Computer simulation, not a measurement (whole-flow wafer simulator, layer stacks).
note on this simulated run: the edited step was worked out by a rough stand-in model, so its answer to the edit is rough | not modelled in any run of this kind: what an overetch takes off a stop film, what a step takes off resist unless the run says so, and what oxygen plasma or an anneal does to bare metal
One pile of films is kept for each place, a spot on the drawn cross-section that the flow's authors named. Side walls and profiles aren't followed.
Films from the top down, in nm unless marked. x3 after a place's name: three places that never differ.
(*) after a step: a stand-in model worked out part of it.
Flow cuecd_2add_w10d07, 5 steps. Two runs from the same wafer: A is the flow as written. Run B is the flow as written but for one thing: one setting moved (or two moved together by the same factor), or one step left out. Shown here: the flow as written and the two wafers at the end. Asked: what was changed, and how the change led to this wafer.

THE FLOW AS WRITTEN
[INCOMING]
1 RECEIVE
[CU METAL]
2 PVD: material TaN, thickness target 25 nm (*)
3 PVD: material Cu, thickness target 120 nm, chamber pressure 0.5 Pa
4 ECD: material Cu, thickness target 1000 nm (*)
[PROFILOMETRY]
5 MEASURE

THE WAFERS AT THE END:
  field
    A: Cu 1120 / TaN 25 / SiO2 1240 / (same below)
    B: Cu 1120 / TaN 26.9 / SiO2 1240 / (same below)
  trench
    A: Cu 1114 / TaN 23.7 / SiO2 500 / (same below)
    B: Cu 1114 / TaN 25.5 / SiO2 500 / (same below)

The cause: step 2, PVD: thickness target 26.9 nm was run, where the flow has thickness target 25 nm.
It can be read off the wafer: field has TaN 26.9, and step 2 as written asks for 25 nm.

How the change led to this, step by step:
  2 PVD: material TaN, thickness target 25 nm (*)
      field: A TaN +25 (new film) | B TaN +26.9 (new film)
      trench: A TaN +23.7 (new film) | B TaN +25.5 (new film)
